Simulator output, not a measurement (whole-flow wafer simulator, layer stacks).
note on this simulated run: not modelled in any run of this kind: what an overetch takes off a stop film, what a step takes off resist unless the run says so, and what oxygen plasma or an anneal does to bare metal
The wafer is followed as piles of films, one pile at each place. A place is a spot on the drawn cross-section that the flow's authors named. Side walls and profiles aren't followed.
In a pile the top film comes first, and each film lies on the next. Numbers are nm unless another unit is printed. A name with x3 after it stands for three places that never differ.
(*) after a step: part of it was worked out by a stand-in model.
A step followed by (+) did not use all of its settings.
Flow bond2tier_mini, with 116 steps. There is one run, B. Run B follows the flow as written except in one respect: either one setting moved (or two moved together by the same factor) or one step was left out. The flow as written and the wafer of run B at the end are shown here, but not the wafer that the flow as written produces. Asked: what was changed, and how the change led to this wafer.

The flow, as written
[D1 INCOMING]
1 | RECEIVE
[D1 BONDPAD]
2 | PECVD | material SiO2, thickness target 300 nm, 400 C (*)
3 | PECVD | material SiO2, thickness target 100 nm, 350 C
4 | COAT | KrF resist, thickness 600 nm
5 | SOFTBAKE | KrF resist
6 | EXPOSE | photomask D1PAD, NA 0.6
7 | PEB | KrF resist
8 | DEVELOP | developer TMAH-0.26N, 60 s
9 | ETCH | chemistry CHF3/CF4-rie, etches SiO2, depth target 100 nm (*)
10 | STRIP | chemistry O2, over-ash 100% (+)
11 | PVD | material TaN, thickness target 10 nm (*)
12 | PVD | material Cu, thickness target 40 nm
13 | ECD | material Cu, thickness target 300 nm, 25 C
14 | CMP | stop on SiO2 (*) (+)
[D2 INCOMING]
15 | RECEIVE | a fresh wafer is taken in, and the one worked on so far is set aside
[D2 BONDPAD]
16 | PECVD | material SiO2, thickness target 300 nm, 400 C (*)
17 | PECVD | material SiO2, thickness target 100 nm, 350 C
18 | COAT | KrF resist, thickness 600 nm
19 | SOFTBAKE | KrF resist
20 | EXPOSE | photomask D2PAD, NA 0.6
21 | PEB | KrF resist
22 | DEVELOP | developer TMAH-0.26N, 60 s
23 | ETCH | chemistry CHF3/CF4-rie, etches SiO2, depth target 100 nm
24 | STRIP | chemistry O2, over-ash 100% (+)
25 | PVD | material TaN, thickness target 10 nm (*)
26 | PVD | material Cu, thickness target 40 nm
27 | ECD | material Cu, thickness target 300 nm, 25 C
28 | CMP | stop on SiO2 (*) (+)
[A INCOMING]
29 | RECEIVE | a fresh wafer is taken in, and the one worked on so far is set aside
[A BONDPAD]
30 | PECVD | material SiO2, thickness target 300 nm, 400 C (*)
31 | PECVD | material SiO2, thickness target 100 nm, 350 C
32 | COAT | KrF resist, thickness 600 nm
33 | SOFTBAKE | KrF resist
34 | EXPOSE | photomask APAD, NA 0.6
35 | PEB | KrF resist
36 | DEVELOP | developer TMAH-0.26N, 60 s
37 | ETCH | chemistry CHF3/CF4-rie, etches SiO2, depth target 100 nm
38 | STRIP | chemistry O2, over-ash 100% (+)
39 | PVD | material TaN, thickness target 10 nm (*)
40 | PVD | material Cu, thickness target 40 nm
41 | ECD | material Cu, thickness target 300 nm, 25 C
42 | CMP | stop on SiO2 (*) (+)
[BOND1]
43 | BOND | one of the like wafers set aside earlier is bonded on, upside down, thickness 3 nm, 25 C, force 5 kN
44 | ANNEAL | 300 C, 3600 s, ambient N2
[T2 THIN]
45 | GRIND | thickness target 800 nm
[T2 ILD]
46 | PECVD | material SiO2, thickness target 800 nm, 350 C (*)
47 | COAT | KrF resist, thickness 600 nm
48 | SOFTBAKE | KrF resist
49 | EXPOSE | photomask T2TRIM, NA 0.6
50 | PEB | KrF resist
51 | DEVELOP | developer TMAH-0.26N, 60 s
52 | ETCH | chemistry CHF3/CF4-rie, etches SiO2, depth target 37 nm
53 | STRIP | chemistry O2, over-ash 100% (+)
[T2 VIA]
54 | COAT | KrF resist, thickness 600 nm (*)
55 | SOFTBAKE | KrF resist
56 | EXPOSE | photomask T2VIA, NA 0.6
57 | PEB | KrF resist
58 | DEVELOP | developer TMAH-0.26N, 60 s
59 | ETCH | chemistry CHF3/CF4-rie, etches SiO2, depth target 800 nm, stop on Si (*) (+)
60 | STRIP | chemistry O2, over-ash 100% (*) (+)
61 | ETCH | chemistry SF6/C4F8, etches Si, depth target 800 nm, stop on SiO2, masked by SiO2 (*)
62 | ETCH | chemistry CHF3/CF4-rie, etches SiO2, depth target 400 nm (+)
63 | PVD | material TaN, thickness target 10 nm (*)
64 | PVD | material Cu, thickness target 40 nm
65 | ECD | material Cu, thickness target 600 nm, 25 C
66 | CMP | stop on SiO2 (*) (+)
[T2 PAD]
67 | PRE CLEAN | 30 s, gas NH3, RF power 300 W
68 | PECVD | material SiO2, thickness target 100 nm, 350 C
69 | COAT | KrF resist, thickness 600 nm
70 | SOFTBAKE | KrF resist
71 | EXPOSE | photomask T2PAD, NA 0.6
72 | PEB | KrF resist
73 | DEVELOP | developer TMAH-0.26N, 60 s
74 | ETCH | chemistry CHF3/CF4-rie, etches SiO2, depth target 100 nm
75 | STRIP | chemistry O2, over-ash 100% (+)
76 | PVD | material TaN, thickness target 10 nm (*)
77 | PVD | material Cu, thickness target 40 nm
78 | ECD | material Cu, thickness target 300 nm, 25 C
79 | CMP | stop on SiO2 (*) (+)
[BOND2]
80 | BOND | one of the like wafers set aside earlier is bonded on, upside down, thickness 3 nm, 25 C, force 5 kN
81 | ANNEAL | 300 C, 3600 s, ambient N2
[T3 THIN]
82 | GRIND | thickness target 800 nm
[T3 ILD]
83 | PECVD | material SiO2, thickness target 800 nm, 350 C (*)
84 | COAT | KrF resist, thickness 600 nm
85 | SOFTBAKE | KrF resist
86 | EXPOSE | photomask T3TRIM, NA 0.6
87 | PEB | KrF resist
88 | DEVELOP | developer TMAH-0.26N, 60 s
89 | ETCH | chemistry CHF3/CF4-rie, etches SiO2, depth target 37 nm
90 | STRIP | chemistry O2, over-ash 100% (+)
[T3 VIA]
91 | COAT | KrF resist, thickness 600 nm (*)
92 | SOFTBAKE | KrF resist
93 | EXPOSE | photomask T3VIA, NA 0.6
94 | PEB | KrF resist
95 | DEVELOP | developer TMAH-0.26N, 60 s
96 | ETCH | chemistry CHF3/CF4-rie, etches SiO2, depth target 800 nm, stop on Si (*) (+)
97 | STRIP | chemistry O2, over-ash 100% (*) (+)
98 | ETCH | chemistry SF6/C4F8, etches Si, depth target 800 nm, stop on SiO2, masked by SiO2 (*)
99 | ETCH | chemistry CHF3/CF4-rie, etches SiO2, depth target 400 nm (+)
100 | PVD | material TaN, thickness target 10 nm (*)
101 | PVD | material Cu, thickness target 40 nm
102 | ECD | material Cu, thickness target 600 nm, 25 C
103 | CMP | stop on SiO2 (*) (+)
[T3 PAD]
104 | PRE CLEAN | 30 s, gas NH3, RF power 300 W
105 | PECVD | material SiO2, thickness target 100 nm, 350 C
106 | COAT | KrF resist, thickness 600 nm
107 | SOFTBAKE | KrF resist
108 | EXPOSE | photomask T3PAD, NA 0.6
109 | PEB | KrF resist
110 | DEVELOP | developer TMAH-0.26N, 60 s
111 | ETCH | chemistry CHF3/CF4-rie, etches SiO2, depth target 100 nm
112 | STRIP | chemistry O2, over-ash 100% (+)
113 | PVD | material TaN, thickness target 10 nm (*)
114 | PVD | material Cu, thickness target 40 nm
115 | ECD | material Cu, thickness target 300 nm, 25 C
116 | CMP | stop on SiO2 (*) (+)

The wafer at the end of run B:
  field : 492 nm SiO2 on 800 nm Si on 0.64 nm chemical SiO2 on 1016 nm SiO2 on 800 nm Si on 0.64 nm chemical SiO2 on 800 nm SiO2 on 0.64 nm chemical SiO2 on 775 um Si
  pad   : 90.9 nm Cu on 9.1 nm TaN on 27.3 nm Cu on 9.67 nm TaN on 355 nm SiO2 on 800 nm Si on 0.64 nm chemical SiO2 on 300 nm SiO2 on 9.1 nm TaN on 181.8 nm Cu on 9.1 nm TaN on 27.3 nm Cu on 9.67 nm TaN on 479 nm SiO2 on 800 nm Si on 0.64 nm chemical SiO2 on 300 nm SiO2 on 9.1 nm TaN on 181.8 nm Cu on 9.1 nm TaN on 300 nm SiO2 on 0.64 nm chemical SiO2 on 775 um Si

What caused this: step 62, ETCH: depth target 276 nm was run, though the flow has depth target 400 nm.

Step by step, how the change led to this:
  62 | ETCH | chemistry CHF3/CF4-rie, etches SiO2, depth target 400 nm (+)
      field, pad: -276 SiO2 (as written it would have been: -400 SiO2)
